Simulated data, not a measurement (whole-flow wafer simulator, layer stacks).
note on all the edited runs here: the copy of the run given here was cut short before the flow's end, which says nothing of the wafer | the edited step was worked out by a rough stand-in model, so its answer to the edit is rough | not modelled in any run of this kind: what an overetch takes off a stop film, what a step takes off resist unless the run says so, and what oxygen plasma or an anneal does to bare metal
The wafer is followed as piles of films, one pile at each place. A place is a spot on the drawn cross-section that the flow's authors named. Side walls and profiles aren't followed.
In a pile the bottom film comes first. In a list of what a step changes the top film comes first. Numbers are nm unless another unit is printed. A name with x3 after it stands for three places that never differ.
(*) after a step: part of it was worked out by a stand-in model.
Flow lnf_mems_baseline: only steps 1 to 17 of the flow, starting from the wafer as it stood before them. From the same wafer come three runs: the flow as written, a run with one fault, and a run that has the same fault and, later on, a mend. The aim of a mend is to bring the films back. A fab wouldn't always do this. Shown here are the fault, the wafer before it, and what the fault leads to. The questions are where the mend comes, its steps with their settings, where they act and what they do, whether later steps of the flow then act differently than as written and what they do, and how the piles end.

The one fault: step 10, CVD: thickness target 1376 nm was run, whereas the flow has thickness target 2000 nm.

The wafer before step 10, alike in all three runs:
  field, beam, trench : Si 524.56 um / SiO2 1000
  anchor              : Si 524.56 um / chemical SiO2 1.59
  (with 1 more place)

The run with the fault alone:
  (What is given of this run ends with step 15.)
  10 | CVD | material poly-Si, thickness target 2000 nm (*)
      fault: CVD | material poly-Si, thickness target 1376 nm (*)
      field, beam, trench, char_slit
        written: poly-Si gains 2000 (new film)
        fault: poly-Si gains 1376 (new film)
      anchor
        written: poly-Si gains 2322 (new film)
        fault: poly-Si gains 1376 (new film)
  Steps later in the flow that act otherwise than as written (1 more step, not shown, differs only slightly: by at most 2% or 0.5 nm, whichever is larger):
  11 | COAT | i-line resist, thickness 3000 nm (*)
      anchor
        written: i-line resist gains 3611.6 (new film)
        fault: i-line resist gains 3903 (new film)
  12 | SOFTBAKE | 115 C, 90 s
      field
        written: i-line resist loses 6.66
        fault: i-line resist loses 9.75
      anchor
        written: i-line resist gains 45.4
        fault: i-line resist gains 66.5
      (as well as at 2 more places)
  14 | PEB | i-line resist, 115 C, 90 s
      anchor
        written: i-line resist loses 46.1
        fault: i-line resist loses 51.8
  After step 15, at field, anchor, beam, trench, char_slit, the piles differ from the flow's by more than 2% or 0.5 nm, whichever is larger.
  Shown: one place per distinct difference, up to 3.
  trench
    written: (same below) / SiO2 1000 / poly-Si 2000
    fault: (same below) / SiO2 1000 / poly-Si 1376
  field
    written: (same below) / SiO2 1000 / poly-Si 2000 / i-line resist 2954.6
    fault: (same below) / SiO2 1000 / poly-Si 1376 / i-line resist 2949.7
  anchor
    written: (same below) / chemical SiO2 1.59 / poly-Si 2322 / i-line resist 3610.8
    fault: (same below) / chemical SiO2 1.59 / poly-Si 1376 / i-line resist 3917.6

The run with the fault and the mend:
  After step 10 comes the mend.
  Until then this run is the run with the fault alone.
  10a | ETCH | chemistry tmah, depth target 1773 nm
      field, anchor, beam, trench, char_slit
        poly-Si loses 1376 (all of it)
  10b | CLEAN | chemistry SC1/SC2 (a further turn of the flow's step 1)
      alters no film at any place that is followed
  10c | CVD | material poly-Si, thickness target 2000 nm (*) (a further turn of the flow's step 10)
      field, beam, trench, char_slit
        poly-Si gains 2000 (new film)
      anchor
        poly-Si gains 2322 (new film)
  Later steps of the flow that are run all act as written at every place that is followed.
  By the end, the piles equal the flow's at every place that both follow.
